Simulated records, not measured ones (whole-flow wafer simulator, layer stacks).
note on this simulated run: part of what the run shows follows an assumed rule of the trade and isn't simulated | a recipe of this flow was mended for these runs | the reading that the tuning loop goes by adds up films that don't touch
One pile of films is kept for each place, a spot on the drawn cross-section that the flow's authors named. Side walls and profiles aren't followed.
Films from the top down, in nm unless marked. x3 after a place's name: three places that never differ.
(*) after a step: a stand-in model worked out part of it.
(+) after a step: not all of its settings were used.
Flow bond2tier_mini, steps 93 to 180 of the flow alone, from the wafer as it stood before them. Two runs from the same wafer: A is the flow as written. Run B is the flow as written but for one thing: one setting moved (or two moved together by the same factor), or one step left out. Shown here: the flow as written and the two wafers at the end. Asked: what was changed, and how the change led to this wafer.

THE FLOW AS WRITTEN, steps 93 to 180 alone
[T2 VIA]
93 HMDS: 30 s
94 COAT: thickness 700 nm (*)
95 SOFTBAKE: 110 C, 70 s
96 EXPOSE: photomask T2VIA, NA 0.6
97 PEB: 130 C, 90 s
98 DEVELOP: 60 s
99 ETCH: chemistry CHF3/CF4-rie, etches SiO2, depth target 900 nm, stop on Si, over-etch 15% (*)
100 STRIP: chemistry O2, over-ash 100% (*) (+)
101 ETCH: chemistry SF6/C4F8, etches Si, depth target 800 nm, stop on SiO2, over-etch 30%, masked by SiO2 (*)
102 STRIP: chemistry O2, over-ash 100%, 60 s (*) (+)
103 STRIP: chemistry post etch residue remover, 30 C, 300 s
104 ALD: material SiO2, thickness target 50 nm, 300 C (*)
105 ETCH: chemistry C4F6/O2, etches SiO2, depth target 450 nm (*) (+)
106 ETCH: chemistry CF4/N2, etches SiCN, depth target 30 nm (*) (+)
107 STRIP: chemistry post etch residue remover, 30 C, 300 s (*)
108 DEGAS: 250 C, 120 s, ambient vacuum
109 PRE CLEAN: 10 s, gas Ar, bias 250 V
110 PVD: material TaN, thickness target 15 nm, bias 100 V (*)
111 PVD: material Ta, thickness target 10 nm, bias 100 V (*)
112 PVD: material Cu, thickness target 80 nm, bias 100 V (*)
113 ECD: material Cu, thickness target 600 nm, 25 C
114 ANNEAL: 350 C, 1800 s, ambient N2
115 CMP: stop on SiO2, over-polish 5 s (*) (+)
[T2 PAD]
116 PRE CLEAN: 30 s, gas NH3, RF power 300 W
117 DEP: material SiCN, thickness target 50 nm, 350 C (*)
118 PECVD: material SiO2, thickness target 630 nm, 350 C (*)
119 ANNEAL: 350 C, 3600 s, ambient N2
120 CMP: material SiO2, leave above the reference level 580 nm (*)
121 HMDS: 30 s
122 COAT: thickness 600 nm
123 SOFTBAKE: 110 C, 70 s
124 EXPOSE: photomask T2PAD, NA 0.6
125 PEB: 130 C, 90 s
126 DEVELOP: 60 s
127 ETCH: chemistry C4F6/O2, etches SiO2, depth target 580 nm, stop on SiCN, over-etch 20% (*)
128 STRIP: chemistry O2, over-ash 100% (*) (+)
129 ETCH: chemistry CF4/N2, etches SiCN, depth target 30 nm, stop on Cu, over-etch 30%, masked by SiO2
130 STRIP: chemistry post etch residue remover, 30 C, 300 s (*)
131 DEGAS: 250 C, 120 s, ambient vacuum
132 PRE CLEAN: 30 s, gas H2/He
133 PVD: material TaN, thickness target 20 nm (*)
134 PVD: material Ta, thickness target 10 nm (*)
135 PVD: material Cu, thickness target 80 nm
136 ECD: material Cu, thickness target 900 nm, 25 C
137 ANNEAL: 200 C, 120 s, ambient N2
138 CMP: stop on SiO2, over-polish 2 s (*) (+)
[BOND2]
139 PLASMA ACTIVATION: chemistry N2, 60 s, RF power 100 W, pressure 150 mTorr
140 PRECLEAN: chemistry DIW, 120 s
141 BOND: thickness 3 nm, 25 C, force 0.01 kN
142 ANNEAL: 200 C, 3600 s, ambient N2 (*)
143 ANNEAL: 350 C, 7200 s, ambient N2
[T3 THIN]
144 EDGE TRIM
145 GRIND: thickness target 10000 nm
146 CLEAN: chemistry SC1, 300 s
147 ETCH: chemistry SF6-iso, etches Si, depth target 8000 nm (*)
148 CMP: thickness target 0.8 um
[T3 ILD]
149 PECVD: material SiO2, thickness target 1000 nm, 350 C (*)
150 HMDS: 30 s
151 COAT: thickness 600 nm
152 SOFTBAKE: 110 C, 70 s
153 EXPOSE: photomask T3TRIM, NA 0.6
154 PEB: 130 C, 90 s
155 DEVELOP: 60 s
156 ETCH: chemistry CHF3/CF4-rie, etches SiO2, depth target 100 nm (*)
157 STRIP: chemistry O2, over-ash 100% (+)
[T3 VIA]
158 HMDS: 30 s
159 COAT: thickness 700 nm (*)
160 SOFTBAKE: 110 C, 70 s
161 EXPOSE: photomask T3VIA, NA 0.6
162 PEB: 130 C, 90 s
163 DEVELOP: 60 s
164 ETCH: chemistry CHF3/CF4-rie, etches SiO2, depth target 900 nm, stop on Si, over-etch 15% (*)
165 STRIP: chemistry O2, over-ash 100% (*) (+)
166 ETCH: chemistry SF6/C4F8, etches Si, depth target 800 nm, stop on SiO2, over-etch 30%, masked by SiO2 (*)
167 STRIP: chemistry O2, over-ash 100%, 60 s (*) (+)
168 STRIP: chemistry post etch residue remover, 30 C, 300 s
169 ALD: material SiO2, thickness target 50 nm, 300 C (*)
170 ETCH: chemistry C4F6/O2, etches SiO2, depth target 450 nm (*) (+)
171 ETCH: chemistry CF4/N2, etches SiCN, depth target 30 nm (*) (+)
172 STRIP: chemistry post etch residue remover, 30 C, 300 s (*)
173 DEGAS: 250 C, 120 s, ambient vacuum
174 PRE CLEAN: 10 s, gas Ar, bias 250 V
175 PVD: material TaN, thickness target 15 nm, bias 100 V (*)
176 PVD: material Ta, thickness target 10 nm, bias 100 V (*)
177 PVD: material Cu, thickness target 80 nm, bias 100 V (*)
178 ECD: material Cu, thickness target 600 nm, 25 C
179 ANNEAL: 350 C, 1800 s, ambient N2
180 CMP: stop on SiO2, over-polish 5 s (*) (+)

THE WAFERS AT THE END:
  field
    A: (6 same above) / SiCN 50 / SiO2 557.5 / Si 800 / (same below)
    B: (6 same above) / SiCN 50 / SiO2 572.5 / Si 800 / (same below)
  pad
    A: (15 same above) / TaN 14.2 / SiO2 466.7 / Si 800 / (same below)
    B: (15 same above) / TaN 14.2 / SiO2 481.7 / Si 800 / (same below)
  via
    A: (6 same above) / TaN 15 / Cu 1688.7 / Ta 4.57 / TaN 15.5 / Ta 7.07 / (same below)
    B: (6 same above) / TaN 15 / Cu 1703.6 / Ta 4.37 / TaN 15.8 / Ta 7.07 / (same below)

The cause: step 104, ALD: thickness target 65 nm was run, where the flow has thickness target 50 nm.

How the change led to this, step by step:
  104 ALD: material SiO2, thickness target 50 nm, 300 C (*)
      field, pad, via: A SiO2 +50 | B SiO2 +65
  105 ETCH: chemistry C4F6/O2, etches SiO2, depth target 450 nm (*) (+)
      via: A SiO2 -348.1 (all of it), SiCN -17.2 | B SiO2 -363.1 (all of it), SiCN -14.6
  106 ETCH: chemistry CF4/N2, etches SiCN, depth target 30 nm (*) (+)
      via: A SiCN -17.6 (all of it), TaN -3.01 | B SiCN -20.2 (all of it), TaN -2.4
  112 PVD: material Cu, thickness target 80 nm, bias 100 V (*)
      via: A Cu +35 (new film) | B Cu +33.3 (new film)
